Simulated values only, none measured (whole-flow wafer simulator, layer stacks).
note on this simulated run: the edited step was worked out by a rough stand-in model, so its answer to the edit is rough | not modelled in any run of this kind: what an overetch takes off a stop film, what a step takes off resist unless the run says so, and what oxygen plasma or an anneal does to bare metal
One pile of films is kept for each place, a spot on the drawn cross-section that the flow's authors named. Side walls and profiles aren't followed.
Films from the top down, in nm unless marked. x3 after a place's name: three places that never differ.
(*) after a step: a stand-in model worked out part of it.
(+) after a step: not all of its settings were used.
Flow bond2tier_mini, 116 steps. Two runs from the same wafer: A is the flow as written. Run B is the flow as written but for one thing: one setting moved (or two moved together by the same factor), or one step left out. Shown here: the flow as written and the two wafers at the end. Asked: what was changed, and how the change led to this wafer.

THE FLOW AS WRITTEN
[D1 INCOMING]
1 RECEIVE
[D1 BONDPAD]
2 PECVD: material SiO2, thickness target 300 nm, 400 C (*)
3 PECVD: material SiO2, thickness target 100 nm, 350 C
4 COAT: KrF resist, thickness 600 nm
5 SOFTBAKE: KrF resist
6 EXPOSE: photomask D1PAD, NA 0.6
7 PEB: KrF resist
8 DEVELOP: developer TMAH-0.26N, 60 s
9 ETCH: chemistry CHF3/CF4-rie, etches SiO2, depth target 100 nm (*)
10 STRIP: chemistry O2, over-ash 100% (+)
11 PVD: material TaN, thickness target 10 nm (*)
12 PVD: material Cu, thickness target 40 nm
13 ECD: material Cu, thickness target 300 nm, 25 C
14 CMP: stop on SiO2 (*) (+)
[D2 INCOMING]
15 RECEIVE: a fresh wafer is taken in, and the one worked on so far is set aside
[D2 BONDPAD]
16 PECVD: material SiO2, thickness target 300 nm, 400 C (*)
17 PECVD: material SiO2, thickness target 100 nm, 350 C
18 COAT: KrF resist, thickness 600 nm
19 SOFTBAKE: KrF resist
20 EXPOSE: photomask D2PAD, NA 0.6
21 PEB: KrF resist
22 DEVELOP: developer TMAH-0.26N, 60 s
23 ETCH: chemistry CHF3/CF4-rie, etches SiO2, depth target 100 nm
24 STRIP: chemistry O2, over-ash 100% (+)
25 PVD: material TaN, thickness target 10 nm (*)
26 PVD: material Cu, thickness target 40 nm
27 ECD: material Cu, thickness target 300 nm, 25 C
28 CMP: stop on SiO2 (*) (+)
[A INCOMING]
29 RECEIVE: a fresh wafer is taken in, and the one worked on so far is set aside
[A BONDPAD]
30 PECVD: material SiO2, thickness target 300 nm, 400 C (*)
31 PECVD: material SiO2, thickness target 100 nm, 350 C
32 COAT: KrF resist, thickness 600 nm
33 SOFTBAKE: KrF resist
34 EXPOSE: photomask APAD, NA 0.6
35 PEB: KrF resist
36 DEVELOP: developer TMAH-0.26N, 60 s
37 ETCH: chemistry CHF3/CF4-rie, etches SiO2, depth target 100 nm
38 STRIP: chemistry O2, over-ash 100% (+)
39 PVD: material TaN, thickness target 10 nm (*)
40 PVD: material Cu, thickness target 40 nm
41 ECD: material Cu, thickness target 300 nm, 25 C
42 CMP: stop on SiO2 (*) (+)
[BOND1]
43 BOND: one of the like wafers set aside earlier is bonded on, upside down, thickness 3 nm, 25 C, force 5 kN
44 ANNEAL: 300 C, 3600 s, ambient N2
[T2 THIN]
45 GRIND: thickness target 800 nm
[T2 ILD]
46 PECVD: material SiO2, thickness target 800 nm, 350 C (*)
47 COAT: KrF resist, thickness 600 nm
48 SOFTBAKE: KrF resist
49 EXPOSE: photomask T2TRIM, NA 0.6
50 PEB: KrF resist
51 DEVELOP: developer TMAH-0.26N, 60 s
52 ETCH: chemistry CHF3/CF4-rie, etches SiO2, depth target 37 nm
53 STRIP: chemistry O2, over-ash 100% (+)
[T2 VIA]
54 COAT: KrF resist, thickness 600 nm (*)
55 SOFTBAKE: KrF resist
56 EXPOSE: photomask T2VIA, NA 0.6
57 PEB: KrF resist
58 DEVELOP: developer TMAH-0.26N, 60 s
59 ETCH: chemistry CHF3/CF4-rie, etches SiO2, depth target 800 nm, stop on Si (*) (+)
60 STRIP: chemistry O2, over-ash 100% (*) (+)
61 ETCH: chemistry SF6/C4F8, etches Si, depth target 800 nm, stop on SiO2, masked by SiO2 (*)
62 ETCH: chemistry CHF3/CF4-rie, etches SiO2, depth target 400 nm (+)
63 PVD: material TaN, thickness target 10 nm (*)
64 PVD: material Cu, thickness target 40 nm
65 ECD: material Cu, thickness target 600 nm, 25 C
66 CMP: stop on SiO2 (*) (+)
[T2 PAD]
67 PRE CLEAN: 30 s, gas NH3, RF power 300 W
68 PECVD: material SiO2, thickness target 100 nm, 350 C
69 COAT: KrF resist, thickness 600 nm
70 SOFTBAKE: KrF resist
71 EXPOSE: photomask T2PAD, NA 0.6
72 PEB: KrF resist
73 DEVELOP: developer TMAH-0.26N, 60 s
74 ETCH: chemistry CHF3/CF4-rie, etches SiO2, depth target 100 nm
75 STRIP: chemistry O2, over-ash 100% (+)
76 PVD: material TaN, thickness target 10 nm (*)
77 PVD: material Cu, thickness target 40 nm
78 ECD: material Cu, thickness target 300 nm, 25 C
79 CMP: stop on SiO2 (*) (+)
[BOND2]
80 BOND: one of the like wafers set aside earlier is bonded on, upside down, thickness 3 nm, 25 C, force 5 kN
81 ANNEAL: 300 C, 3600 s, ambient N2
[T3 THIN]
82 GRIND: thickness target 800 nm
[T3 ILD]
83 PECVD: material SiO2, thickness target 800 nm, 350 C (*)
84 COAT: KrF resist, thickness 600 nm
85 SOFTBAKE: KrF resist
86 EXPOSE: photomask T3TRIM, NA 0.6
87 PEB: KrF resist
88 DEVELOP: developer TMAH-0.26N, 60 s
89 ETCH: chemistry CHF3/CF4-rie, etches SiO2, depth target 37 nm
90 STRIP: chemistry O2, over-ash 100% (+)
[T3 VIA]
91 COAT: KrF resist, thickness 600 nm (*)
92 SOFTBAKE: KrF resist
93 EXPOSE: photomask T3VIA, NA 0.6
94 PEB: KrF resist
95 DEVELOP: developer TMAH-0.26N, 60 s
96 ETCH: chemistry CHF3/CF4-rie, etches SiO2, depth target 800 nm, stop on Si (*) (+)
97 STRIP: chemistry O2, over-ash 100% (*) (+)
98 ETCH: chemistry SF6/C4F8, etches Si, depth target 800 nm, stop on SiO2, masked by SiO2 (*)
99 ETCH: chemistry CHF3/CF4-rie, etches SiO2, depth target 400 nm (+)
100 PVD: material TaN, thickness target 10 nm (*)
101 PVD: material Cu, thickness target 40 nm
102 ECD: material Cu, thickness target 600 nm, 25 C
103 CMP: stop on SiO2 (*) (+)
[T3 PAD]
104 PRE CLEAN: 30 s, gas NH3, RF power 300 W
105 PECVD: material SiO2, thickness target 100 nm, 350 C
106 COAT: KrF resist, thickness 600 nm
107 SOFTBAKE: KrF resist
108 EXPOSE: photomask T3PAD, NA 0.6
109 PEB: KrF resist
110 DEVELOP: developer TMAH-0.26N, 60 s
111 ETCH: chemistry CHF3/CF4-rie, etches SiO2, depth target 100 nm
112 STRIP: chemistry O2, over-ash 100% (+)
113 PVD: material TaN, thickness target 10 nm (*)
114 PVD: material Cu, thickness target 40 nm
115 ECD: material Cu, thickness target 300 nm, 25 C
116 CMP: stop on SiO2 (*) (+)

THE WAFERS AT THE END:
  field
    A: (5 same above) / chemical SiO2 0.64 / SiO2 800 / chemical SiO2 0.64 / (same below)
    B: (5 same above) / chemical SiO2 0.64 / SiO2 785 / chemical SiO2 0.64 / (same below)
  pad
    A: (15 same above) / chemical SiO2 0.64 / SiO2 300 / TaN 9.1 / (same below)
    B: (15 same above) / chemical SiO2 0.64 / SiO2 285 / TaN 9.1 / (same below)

The cause: step 2, PECVD: thickness target 285 nm was run, where the flow has thickness target 300 nm.
It can be read off the wafer: pad has SiO2 285, and step 2 as written asks for 300 nm.

How the change led to this, step by step:
  2 PECVD: material SiO2, thickness target 300 nm, 400 C (*)
      field, pad, via: A SiO2 +300 (new film) | B SiO2 +285 (new film)
  43 BOND: one of the like wafers set aside earlier is bonded on, upside down, thickness 3 nm, 25 C, force 5 kN
      field: A Si +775 um (new film), chemical SiO2 +0.64 (new film), SiO2 +400 | B Si +775 um (new film), chemical SiO2 +0.64 (new film), SiO2 +385
      pad: A Si +775 um (new film), chemical SiO2 +0.64 (new film), SiO2 +300 (new film), TaN +9.1 (new film), Cu +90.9 | B Si +775 um (new film), chemical SiO2 +0.64 (new film), SiO2 +285 (new film), TaN +9.1 (new film), Cu +90.9
      (and at 1 more place)
